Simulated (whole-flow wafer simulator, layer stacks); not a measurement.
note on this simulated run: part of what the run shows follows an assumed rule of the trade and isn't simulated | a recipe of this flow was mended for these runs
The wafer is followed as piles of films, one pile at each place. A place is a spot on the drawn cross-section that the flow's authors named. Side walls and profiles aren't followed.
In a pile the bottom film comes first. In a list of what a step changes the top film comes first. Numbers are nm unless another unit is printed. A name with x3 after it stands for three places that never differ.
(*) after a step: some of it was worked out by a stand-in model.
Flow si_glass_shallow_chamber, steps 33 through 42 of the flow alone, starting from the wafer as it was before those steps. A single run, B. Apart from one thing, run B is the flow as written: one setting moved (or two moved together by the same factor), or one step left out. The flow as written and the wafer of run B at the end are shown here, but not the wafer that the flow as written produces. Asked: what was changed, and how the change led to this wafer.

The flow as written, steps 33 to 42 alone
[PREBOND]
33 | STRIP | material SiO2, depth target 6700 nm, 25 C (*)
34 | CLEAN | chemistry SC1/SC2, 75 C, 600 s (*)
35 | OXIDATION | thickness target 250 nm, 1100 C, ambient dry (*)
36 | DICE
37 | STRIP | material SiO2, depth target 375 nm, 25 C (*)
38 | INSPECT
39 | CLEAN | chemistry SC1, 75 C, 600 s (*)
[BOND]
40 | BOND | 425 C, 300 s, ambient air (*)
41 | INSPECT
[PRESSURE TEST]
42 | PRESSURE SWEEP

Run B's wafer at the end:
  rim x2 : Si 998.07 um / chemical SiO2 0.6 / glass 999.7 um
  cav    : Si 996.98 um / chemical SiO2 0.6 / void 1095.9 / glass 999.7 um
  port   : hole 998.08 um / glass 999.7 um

The reason: step 35, OXIDATION: thickness target 226.6 nm was run, while the flow as written has thickness target 250 nm.

The path from the change to this, step by step:
  35 | OXIDATION | thickness target 250 nm, 1100 C, ambient dry (*)
      rim x2, cav, septum, ring: +226.6 SiO2 (new film), -0.6 chemical SiO2 (all of it), -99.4 Si (in the flow as written it would be: +250 SiO2 (new film), -0.6 chemical SiO2 (all of it), -109.7 Si)
  37 | STRIP | material SiO2, depth target 375 nm, 25 C (*)
      rim x2, cav, septum, ring: -226.6 SiO2 (all of it) (in the flow as written it would be: -250 SiO2 (all of it))
